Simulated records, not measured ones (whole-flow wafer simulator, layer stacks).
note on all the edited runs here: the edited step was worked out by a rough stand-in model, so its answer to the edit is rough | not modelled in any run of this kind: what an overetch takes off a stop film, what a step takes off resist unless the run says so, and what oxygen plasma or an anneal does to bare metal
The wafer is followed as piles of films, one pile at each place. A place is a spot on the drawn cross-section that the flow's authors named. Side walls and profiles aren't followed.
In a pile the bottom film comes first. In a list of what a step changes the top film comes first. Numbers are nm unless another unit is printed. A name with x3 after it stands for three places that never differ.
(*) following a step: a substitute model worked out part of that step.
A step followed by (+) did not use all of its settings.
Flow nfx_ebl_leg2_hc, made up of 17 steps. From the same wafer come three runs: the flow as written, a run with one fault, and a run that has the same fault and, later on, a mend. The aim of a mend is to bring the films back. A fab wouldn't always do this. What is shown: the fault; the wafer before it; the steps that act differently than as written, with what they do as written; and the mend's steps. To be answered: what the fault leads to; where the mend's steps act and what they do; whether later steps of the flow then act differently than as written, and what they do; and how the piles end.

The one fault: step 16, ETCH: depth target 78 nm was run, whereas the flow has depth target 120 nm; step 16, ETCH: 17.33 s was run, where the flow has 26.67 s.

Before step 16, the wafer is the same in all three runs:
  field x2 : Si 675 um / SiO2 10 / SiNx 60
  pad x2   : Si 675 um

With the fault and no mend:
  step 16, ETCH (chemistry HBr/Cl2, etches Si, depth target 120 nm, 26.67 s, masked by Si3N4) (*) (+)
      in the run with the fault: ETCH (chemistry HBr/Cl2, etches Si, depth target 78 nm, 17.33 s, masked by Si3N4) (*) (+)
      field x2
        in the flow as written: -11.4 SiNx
        in the run with the fault: -7.43 SiNx
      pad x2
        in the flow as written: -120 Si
        in the run with the fault: -78 Si
  None of the later steps of the flow acts differently than as written at any place that is followed.
  The piles end different from the flow's at field x2 by more than 2% or 0.5 nm, whichever is larger.
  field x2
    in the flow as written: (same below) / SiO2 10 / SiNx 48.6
    in the run with the fault: (same below) / SiO2 10 / SiNx 52.6

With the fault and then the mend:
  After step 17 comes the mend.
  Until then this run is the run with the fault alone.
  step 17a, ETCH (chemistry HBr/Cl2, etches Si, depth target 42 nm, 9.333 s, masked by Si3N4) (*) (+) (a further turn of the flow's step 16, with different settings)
      field x2
        -4 SiNx
      pad x2
        -42 Si
  None of the later steps of the flow acts differently than as written at any place that is followed.
  At every place that both follow, the piles at the end match the flow's.
